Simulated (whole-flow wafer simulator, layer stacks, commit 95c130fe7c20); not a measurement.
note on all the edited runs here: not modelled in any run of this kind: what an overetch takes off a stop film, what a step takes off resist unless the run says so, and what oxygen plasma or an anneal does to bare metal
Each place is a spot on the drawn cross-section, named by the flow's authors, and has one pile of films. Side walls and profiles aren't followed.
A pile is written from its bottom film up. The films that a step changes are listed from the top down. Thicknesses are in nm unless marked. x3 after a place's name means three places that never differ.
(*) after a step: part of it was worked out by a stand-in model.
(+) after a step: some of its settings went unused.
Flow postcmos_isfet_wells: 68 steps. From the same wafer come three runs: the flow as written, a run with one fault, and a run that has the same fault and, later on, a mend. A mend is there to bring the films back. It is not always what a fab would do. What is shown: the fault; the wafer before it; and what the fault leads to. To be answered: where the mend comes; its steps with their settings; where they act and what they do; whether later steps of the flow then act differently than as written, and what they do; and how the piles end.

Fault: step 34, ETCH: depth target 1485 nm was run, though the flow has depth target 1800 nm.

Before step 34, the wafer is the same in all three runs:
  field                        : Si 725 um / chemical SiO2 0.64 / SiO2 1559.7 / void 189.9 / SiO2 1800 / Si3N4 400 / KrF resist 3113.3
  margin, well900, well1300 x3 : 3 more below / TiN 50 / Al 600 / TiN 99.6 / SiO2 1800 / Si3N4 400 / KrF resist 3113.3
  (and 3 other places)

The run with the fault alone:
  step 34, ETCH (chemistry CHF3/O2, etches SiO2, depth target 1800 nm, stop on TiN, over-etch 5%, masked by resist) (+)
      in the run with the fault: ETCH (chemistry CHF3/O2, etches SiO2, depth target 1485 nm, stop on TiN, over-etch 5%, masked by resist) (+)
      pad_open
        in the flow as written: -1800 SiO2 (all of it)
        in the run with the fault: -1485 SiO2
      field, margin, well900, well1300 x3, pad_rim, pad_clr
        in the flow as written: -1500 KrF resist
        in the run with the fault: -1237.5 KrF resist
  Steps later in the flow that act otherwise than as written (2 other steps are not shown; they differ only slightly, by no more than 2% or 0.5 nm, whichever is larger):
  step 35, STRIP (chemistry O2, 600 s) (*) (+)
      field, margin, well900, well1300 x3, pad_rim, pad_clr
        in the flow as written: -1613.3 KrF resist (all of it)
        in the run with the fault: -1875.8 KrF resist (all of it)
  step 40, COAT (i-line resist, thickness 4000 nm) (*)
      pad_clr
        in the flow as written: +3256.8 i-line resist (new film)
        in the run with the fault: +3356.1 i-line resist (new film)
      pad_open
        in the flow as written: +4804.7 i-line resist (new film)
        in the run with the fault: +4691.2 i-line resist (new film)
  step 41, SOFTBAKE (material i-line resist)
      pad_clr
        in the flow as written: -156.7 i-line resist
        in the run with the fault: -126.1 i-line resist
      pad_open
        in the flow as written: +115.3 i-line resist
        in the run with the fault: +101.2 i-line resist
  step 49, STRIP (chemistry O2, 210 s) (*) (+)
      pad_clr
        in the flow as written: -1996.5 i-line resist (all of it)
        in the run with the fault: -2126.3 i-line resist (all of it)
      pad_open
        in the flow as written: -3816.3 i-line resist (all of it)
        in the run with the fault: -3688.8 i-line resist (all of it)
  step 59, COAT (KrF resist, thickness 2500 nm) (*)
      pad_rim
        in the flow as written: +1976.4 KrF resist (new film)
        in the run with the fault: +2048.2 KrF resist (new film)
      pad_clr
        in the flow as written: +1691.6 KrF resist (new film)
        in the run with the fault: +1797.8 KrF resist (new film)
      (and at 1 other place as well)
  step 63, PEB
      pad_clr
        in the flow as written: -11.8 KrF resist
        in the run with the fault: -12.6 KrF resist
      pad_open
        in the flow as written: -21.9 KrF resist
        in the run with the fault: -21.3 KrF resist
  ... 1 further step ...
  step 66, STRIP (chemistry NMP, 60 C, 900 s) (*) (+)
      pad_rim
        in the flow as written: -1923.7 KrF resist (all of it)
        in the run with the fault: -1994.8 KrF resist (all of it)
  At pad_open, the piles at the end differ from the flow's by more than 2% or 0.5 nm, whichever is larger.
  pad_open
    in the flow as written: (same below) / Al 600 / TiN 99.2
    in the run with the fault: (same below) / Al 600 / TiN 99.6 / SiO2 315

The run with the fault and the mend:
  The mend stands after step 34.
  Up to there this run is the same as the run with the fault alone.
  step 34a, ETCH (chemistry CHF3/O2, etches SiO2, depth target 315 nm, stop on TiN, over-etch 5%, masked by resist) (a further turn of the flow's step 34, with different settings)
      field, margin, well900, well1300 x3, pad_rim, pad_clr
        -262.5 KrF resist
      pad_open
        -315 SiO2 (all of it)
  None of the later steps of the flow acts differently than as written at any place that is followed.
  The piles end the same as the flow's at every place that both follow.
